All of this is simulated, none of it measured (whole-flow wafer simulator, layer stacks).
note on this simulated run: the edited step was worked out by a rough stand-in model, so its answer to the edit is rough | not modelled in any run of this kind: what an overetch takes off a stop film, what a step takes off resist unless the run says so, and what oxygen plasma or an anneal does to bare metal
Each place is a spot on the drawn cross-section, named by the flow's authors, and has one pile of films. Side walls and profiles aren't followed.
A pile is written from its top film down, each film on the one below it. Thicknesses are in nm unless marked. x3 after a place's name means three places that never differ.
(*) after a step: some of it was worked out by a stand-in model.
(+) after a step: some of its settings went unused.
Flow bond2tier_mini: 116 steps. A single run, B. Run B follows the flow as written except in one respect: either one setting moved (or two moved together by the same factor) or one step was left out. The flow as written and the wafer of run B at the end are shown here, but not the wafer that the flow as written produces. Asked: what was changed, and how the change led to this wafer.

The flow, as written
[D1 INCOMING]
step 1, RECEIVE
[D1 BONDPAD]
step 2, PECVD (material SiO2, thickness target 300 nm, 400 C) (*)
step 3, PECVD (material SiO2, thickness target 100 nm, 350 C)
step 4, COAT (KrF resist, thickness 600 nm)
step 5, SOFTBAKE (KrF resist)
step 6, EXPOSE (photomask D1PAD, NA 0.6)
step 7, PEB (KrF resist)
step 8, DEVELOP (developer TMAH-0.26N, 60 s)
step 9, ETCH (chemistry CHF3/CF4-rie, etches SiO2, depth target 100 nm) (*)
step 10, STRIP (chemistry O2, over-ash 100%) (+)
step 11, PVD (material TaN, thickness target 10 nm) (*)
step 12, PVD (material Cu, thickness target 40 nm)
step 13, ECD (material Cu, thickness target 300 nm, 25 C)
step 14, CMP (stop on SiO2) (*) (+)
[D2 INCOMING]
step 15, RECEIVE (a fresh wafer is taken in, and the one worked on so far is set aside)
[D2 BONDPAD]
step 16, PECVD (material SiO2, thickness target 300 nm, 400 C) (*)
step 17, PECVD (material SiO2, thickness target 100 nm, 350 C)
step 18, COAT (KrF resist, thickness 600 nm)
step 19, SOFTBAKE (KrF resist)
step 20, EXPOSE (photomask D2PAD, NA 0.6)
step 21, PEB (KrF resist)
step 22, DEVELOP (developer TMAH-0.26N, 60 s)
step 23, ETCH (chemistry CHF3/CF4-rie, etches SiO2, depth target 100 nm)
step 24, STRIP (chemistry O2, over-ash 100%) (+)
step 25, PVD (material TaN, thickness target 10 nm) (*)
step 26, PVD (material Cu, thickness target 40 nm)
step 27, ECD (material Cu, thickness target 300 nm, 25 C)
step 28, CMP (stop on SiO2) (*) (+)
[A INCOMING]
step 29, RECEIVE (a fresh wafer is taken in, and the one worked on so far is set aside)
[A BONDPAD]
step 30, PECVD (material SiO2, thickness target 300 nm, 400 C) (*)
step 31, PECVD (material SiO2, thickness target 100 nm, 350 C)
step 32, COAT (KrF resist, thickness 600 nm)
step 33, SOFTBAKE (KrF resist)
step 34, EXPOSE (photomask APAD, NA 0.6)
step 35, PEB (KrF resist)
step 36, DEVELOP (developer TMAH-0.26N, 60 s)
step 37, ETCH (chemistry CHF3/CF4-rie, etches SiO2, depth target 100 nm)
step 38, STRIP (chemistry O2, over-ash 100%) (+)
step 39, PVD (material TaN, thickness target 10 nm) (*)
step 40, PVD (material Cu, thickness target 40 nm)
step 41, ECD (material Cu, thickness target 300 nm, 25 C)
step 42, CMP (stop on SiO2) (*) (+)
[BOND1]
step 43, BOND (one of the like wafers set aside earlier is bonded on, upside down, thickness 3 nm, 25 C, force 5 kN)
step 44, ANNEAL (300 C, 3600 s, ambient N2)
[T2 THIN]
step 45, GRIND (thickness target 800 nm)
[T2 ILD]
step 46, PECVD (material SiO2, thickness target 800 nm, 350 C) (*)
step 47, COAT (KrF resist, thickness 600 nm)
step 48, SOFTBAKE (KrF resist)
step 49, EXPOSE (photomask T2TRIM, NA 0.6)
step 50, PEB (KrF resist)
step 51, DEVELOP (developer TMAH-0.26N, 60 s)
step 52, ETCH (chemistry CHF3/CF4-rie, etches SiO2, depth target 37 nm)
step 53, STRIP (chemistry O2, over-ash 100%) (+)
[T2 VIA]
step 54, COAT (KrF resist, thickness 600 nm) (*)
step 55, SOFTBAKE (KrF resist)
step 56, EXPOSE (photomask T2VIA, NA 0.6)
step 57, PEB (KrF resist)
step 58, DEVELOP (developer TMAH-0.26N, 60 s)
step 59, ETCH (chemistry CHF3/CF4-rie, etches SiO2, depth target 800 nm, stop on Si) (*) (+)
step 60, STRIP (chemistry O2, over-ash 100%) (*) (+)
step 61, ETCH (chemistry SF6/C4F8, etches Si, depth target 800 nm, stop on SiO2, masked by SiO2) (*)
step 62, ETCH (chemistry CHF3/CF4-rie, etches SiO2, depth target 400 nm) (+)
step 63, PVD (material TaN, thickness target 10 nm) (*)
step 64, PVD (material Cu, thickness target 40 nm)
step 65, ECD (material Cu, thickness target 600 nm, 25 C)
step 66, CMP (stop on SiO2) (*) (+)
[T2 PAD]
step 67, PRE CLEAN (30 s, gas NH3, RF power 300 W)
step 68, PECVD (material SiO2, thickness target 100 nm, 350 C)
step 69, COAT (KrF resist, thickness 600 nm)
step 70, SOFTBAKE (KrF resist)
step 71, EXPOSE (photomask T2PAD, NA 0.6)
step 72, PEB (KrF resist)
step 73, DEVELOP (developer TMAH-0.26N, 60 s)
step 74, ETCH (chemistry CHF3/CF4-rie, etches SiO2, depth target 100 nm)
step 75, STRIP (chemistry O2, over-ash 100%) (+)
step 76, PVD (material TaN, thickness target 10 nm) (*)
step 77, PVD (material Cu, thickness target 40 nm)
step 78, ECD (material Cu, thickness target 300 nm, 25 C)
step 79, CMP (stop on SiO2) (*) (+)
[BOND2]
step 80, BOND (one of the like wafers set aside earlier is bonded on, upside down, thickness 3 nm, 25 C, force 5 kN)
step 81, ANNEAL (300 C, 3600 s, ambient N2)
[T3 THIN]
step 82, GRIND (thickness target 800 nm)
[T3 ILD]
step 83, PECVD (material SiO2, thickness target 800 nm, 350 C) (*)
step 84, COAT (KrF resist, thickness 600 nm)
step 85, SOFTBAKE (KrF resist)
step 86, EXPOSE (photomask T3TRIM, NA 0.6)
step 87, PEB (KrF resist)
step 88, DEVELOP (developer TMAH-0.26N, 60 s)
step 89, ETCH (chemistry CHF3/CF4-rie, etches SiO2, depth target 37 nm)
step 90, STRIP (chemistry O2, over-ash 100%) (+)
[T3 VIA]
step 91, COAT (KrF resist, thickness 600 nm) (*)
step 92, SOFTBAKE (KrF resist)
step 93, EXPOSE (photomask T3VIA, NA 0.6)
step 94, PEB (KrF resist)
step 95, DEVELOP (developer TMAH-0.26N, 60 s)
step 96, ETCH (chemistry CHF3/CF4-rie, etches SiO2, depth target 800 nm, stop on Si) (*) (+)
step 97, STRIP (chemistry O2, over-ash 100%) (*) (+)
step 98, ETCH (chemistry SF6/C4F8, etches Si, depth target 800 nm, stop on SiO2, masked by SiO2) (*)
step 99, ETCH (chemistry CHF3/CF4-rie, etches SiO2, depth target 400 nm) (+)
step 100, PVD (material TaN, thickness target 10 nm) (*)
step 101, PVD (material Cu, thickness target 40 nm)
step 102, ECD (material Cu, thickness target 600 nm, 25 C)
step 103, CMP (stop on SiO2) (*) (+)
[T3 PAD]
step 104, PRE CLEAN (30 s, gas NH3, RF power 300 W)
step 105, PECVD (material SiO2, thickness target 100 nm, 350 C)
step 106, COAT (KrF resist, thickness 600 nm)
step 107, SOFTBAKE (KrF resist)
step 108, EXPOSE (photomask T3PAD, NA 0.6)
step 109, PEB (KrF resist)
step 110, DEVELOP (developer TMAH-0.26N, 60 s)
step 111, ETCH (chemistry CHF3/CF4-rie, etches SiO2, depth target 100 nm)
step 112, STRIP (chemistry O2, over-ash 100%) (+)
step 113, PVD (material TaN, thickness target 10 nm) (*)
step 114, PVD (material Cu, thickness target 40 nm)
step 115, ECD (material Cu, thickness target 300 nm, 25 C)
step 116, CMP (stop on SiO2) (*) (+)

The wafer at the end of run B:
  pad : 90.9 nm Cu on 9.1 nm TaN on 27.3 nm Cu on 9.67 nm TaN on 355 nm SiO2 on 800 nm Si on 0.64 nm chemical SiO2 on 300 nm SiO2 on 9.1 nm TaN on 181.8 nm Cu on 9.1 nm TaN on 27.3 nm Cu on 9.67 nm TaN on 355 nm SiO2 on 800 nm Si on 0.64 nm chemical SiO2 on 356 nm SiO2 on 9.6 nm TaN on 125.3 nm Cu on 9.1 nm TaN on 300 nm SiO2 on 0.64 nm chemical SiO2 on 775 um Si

What caused this: step 9, ETCH: depth target 44 nm was run, though the flow has depth target 100 nm.

The path from the change to this, step by step:
  step 9, ETCH (chemistry CHF3/CF4-rie, etches SiO2, depth target 100 nm) (*)
      pad, via: -44 SiO2 (in the flow as written it would be: -100 SiO2)
      field: -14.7 KrF resist (in the flow as written it would be: -33.3 KrF resist)
  step 10, STRIP (chemistry O2, over-ash 100%) (+)
      field: -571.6 KrF resist (all of it) (in the flow as written it would be: -552.9 KrF resist (all of it))
  step 12, PVD (material Cu, thickness target 40 nm)
      pad: +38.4 Cu (new film) (in the flow as written it would be: +36.4 Cu (new film))
  step 13, ECD (material Cu, thickness target 300 nm, 25 C)
      pad: +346 Cu (in the flow as written it would be: +404.5 Cu)
      via: +344 Cu (in the flow as written it would be: +400.2 Cu)
  step 43, BOND (one of the like wafers set aside earlier is bonded on, upside down, thickness 3 nm, 25 C, force 5 kN)
      pad: +775 um Si (new film), +0.64 chemical SiO2 (new film), +356 SiO2 (new film), +9.6 TaN (new film), +34.4 Cu (in the flow as written it would be: +775 um Si (new film), +0.64 chemical SiO2 (new film), +300 SiO2 (new film), +9.1 TaN (new film), +90.9 Cu)
      via: +775 um Si (new film), +0.64 chemical SiO2 (new film), +356 SiO2 (new film), +10 TaN (new film), +34 Cu (in the flow as written it would be: +775 um Si (new film), +0.64 chemical SiO2 (new film), +300 SiO2 (new film), +9.97 TaN (new film), +90 Cu)
